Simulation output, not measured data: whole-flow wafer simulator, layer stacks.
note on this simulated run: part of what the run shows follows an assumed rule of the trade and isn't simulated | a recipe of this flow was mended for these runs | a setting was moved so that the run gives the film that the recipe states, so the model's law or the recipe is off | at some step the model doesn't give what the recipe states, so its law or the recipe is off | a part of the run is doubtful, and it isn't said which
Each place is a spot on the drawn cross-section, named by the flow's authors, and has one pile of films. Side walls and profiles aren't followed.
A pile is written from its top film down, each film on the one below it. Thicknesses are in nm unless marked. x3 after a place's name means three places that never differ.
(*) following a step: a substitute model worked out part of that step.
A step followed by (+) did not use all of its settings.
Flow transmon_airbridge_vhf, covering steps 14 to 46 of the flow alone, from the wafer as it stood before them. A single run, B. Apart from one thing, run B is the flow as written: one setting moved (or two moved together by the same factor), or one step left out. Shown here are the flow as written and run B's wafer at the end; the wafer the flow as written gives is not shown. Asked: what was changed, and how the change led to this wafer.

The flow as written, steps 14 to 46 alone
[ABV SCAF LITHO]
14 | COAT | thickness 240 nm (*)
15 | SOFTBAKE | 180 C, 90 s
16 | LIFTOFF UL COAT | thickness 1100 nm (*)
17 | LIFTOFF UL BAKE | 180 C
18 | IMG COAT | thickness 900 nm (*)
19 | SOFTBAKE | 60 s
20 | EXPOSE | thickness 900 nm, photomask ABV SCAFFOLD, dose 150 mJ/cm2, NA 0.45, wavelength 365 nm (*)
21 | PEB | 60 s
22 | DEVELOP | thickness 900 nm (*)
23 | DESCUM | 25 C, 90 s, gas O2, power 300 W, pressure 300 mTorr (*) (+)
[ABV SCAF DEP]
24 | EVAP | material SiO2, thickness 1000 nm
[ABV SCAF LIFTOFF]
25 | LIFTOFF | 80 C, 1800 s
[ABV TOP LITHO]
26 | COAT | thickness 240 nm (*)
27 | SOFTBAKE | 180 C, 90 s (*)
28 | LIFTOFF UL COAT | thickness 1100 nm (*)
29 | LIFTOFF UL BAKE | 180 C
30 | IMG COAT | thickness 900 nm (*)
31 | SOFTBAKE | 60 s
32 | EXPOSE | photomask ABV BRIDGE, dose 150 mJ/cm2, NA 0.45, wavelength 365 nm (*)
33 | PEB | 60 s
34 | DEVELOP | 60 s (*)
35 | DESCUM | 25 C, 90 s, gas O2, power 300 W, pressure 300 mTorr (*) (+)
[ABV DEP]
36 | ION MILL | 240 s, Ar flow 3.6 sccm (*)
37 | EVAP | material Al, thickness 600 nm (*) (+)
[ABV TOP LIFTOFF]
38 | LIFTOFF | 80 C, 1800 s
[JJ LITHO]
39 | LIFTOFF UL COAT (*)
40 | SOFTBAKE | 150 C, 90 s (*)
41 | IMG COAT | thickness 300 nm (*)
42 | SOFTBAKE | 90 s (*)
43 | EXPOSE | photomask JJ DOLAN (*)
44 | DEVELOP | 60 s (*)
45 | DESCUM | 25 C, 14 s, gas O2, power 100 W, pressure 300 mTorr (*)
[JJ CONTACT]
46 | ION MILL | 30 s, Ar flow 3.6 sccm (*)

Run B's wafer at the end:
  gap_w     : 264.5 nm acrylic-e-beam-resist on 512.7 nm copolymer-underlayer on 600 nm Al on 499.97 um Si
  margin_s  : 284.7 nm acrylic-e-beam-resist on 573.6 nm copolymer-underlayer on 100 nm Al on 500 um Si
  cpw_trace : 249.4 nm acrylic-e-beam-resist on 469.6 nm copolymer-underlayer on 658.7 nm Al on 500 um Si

What caused this: step 23, DESCUM: 68 s was run, while the flow as written has 90 s.

How this came from the change, step by step:
  23 | DESCUM | 25 C, 90 s, gas O2, power 300 W, pressure 300 mTorr (*) (+)
      margin_s, bridge_strip, margin_n: acrylic-e-beam-resist loses 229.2 (in the flow as written it would be: acrylic-e-beam-resist loses 240 (all of it))
      gap_w, gap_e: acrylic-e-beam-resist loses 229.2 (in the flow as written it would be: acrylic-e-beam-resist loses 252.8 (all of it))
      (also at 10 further places)
  25 | LIFTOFF | 80 C, 1800 s
      margin_s, bridge_strip, margin_n: SiO2 loses 1000 (all of it), acrylic-e-beam-resist loses 10.8 (all of it) (in the flow as written it would be: nothing)
      gap_w, gap_e: SiO2 loses 1000 (all of it), acrylic-e-beam-resist loses 23.6 (all of it) (in the flow as written it would be: nothing)
      (also at 10 further places)
  26 | COAT | thickness 240 nm (*)
      flank_w, flank_e: acrylic-e-beam-resist gains 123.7 (new film) (in the flow as written it would be: acrylic-e-beam-resist gains 155.2 (new film))
      gap_w, gap_e: acrylic-e-beam-resist gains 258.8 (new film) (in the flow as written it would be: acrylic-e-beam-resist gains 211.2 (new film))
      (also at 7 further places)
  28 | LIFTOFF UL COAT | thickness 1100 nm (*)
      gap_w, gap_e: lift-off-underlayer gains 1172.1 (new film) (in the flow as written it would be: lift-off-underlayer gains 979.6 (new film))
      margin_s, margin_n: lift-off-underlayer gains 1100 (new film) (in the flow as written it would be: lift-off-underlayer gains 823.4 (new film))
      (also at 7 further places)
  30 | IMG COAT | thickness 900 nm (*)
      gap_w, gap_e: i-line-resist gains 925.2 (new film) (in the flow as written it would be: i-line-resist gains 685.3 (new film))
      margin_s, margin_n: i-line-resist gains 900 (new film) (in the flow as written it would be: i-line-resist gains 603.2 (new film))
      (also at 7 further places)
  31 | SOFTBAKE | 60 s
      margin_s, margin_n: nothing (in the flow as written it would be: i-line-resist loses 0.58)
      flank_w, flank_e: i-line-resist loses 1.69 (in the flow as written it would be: i-line-resist loses 0.67)
  33 | PEB | 60 s
      flank_w, flank_e: i-line-resist loses 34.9 (in the flow as written it would be: i-line-resist loses 38.8)
      gap_w, gap_e: i-line-resist loses 47.8 (in the flow as written it would be: i-line-resist loses 35)
      (also at 7 further places)
  34 | DEVELOP | 60 s (*)
      gap_w, gap_e: i-line-resist loses 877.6 (all of it), lift-off-underlayer loses 1172.1 (all of it) (in the flow as written it would be: i-line-resist loses 650.2 (all of it), lift-off-underlayer loses 979.6 (all of it))
      pad_w: i-line-resist loses 817.3 (all of it), lift-off-underlayer loses 1163.4 (all of it) (in the flow as written it would be: i-line-resist loses 937.3 (all of it), lift-off-underlayer loses 1246.2 (all of it))
      (also at 5 further places)
  35 | DESCUM | 25 C, 90 s, gas O2, power 300 W, pressure 300 mTorr (*) (+)
      field x3, jj_line, ground_far, trace_open_s x2, margin_s, margin_n: i-line-resist loses 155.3 (in the flow as written it would be: i-line-resist loses 167.2)
      flank_w, flank_e: acrylic-e-beam-resist loses 123.7 (all of it) (in the flow as written it would be: acrylic-e-beam-resist loses 155.2 (all of it))
      (also at 6 further places)
  36 | ION MILL | 240 s, Ar flow 3.6 sccm (*)
      gap_w, gap_e: Si loses 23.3 (in the flow as written it would be: SiO2 loses 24)
      cpw_trace, bridge_strip: Al loses 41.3 (in the flow as written it would be: SiO2 loses 24)
  37 | EVAP | material Al, thickness 600 nm (*) (+)
      cpw_trace, bridge_strip: Al gains 600 (in the flow as written it would be: Al gains 600 (new film))
  38 | LIFTOFF | 80 C, 1800 s
      margin_s, margin_n: Al loses 600 (all of it), i-line-resist loses 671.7 (all of it), lift-off-underlayer loses 1100 (all of it), acrylic-e-beam-resist loses 240 (all of it) (in the flow as written it would be: Al loses 600 (all of it), i-line-resist loses 378.2 (all of it), lift-off-underlayer loses 823.4 (all of it), acrylic-e-beam-resist loses 168.6 (all of it))
      ground_far: Al loses 600 (all of it), i-line-resist loses 681.2 (all of it), lift-off-underlayer loses 1097.9 (all of it), acrylic-e-beam-resist loses 238.4 (all of it) (in the flow as written it would be: Al loses 600 (all of it), i-line-resist loses 776.6 (all of it), lift-off-underlayer loses 1134.8 (all of it), acrylic-e-beam-resist loses 250.1 (all of it))
  39 | LIFTOFF UL COAT (*)
      pad_w, pad_e: copolymer-underlayer gains 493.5 (new film) (in the flow as written it would be: copolymer-underlayer gains 513.6 (new film))
      flank_w, flank_e: copolymer-underlayer gains 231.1 (new film) (in the flow as written it would be: copolymer-underlayer gains 308 (new film))
      (also at 6 further places)
  41 | IMG COAT | thickness 300 nm (*)
      pad_w, pad_e: acrylic-e-beam-resist gains 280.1 (new film) (in the flow as written it would be: acrylic-e-beam-resist gains 300.2 (new film))
      flank_w, flank_e: acrylic-e-beam-resist gains 162.2 (new film) (in the flow as written it would be: acrylic-e-beam-resist gains 217.1 (new film))
      (also at 6 further places)
If metal films that touch count as one body, cpw_trace has 1 body; the flow as written gives 2 bodies (between them, from the top down: SiO2 976).
